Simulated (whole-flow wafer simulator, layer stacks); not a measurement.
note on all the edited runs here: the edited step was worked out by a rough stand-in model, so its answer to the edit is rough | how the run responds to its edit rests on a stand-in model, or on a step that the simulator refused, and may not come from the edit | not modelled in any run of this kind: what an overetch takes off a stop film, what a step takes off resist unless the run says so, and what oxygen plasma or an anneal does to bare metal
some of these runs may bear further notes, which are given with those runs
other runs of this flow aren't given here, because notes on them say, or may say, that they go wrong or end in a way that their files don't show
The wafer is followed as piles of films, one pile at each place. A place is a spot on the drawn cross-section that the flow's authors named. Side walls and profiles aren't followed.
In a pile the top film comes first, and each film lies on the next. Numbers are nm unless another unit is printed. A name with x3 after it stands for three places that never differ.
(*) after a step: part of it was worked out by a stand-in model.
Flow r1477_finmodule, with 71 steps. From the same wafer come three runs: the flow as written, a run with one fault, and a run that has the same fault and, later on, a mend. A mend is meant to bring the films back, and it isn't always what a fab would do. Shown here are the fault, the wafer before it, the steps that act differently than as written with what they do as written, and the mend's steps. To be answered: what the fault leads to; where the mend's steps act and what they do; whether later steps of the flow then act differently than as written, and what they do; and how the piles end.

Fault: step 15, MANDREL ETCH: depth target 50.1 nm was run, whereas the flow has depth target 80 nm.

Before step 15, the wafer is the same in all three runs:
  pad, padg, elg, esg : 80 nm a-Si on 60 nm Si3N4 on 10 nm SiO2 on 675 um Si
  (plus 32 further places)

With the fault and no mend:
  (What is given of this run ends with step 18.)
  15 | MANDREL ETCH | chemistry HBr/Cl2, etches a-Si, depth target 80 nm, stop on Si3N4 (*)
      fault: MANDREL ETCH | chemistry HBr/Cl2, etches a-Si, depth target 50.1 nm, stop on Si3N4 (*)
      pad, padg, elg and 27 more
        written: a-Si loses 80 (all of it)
        fault: a-Si loses 50.1
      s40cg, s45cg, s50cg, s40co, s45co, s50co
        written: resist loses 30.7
        fault: resist loses 19.2
  Steps further on in the flow that do not act as written:
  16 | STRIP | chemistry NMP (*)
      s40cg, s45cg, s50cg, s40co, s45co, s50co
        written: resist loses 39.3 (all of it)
        fault: resist loses 50.8 (all of it)
  Once step 18 is done, the piles at pad, padg, elg and 27 more depart from the flow's by more than 2% or 0.5 nm, whichever is larger.
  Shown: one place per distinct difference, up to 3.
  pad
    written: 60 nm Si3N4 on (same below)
    fault: 29.9 nm a-Si on 60 nm Si3N4 on (same below)

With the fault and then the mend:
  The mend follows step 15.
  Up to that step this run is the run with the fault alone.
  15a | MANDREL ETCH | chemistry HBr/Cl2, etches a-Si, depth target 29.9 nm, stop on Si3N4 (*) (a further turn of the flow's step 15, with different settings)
      pad, padg, elg and 27 more
        a-Si loses 29.9 (all of it)
      s40cg, s45cg, s50cg, s40co, s45co, s50co
        resist loses 11.5
  Later steps of the flow that are run all act as written at every place that is followed.
  The piles end the same as the flow's at every place that both follow.
